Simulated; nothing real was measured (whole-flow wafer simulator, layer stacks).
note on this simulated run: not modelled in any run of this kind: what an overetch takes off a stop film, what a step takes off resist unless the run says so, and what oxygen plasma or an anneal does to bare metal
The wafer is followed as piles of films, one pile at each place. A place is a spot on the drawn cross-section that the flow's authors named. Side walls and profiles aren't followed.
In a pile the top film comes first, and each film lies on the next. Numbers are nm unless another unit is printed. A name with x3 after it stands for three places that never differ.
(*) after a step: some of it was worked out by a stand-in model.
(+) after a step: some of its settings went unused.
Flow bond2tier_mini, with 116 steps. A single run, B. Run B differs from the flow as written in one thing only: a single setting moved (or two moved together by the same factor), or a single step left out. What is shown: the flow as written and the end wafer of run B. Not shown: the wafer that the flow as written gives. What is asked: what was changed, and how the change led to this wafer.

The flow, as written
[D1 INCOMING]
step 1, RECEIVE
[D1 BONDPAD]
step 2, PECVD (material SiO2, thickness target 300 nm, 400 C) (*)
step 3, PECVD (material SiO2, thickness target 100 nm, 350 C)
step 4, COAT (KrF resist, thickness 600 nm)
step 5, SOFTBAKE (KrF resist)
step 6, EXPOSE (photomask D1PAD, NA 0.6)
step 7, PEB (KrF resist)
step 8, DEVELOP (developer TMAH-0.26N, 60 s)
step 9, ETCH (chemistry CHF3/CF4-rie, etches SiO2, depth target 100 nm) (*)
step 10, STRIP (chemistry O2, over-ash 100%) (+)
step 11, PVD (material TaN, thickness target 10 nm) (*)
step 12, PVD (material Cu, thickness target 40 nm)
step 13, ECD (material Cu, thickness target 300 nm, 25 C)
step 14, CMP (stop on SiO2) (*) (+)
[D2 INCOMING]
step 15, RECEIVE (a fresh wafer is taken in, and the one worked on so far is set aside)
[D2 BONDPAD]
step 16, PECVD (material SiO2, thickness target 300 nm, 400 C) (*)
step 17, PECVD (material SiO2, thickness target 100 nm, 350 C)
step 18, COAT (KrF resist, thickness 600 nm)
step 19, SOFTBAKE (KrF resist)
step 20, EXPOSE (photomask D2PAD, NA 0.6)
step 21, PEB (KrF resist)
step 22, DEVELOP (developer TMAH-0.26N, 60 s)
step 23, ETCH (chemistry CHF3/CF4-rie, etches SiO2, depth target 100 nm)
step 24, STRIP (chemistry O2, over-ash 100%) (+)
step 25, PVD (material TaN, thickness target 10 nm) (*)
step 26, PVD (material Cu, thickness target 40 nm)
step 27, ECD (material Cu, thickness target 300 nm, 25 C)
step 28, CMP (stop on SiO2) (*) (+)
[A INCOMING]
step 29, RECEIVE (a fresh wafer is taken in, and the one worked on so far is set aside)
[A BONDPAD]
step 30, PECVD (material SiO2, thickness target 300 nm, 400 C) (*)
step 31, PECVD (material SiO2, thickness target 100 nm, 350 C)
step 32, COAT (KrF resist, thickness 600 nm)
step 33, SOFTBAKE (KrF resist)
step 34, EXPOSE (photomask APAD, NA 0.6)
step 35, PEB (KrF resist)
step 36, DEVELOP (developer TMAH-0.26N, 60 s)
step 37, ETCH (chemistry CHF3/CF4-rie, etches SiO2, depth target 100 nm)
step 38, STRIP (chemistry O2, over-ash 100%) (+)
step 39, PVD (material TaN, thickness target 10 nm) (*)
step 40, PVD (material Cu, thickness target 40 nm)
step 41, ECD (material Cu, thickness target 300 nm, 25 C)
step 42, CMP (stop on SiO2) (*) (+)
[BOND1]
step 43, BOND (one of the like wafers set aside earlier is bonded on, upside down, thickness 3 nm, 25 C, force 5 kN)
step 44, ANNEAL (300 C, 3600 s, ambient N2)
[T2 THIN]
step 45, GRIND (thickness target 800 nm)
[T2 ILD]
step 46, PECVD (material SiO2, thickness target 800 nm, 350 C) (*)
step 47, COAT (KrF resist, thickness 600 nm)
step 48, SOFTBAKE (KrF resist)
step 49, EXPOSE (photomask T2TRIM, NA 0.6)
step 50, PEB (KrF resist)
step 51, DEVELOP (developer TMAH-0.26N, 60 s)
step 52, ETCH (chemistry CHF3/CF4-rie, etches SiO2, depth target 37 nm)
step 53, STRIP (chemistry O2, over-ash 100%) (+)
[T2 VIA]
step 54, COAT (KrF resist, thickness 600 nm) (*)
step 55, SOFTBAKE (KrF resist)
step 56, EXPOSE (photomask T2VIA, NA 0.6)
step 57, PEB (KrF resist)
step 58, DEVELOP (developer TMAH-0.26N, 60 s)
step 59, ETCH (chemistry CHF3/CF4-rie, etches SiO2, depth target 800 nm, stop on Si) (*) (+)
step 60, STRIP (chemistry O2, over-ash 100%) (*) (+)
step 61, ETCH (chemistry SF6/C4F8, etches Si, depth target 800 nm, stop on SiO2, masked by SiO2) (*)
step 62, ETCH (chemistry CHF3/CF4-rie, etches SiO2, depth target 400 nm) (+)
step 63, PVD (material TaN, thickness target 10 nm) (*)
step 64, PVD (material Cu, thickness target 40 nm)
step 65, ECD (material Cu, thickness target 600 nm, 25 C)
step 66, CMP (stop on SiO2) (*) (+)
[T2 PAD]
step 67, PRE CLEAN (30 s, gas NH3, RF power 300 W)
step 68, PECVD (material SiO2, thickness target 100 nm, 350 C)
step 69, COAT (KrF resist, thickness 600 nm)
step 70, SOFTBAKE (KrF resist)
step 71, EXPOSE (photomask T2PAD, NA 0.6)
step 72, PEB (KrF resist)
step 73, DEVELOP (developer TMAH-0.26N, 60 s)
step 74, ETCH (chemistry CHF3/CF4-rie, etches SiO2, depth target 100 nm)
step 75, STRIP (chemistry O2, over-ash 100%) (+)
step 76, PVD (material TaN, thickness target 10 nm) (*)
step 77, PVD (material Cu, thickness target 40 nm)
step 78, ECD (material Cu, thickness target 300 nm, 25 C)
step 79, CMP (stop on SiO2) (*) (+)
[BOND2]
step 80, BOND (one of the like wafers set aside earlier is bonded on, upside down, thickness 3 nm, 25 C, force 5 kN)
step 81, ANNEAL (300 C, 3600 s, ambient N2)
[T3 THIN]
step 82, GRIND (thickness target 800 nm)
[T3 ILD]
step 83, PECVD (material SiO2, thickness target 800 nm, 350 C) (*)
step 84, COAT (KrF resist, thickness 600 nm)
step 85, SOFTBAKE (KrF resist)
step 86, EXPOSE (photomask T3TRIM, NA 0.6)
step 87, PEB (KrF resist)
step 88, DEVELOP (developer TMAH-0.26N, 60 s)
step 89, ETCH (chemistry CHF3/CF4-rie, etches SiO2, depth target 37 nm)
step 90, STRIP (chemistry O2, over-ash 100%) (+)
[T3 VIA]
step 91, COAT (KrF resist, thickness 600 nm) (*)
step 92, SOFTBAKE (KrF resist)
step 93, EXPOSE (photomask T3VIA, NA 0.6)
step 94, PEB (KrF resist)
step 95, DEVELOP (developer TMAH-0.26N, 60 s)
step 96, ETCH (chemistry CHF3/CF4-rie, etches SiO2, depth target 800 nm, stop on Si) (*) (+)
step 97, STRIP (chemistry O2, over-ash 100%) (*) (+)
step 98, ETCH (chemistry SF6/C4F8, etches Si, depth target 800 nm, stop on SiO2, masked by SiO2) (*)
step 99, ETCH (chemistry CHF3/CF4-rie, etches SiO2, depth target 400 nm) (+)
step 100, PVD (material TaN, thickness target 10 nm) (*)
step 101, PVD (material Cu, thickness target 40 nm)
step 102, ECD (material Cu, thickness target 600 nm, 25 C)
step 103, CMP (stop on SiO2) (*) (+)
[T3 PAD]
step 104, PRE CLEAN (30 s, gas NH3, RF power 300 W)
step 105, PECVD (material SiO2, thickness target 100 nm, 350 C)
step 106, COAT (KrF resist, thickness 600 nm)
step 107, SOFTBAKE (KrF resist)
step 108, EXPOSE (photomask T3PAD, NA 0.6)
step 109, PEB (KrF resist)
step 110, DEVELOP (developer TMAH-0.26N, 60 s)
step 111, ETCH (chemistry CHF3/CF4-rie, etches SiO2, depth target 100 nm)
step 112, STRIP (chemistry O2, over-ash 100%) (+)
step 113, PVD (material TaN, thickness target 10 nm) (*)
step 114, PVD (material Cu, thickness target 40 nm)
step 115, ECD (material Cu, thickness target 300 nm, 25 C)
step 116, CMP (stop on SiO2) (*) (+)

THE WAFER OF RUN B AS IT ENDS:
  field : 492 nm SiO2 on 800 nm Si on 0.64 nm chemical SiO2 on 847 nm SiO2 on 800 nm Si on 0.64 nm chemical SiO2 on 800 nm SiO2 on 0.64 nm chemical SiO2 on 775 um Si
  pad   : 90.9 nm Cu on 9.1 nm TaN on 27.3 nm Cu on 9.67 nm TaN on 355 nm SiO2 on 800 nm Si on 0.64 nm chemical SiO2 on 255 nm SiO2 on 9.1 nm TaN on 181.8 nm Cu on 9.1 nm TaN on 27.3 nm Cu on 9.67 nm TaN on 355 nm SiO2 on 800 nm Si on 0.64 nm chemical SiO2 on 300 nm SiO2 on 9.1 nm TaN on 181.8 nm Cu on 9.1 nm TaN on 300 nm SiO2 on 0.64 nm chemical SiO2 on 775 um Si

Cause: step 17, PECVD: thickness target 55 nm was run, whereas the flow has thickness target 100 nm.

How this came from the change, step by step:
  step 17, PECVD (material SiO2, thickness target 100 nm, 350 C)
      field, pad, via: SiO2 gains 55 (as written it would have been: SiO2 gains 100)
  step 80, BOND (one of the like wafers set aside earlier is bonded on, upside down, thickness 3 nm, 25 C, force 5 kN)
      field: Si gains 775 um (new film), chemical SiO2 gains 0.64 (new film), SiO2 gains 355 (as written it would have been: Si gains 775 um (new film), chemical SiO2 gains 0.64 (new film), SiO2 gains 400)
      pad: Si gains 775 um (new film), chemical SiO2 gains 0.64 (new film), SiO2 gains 255 (new film), TaN gains 9.1 (new film), Cu gains 90.9 (as written it would have been: Si gains 775 um (new film), chemical SiO2 gains 0.64 (new film), SiO2 gains 300 (new film), TaN gains 9.1 (new film), Cu gains 90.9)
